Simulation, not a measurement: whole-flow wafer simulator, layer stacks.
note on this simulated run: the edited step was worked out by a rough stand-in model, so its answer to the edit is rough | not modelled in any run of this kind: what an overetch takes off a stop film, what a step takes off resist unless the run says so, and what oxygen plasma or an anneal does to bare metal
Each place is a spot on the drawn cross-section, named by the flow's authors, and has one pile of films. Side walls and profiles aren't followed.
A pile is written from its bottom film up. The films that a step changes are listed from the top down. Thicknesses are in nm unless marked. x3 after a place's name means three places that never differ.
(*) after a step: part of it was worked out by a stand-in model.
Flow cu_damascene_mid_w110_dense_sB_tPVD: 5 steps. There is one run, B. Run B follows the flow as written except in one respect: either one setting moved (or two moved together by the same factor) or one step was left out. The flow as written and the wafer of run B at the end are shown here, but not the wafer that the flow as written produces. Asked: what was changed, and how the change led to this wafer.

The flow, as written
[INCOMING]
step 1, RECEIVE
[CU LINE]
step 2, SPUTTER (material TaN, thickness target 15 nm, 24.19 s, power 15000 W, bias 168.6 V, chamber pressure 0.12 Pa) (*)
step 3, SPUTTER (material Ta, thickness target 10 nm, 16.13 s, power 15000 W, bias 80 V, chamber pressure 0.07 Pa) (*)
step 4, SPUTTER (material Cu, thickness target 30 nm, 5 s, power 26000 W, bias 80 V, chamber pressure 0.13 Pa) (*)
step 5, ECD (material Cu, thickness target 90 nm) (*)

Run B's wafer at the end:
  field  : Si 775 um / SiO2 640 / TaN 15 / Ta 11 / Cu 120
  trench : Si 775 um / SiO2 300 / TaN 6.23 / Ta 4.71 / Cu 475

What caused this: step 3, SPUTTER: bias 51.8 V was run, whereas the flow has bias 80 V.

Step by step, how the change led to this:
  step 3, SPUTTER (material Ta, thickness target 10 nm, 16.13 s, power 15000 W, bias 80 V, chamber pressure 0.07 Pa) (*)
      field: Ta gains 11 (new film) (in the flow as written it would be: Ta gains 10 (new film))
      trench: Ta gains 4.71 (new film) (in the flow as written it would be: Ta gains 4.05 (new film))
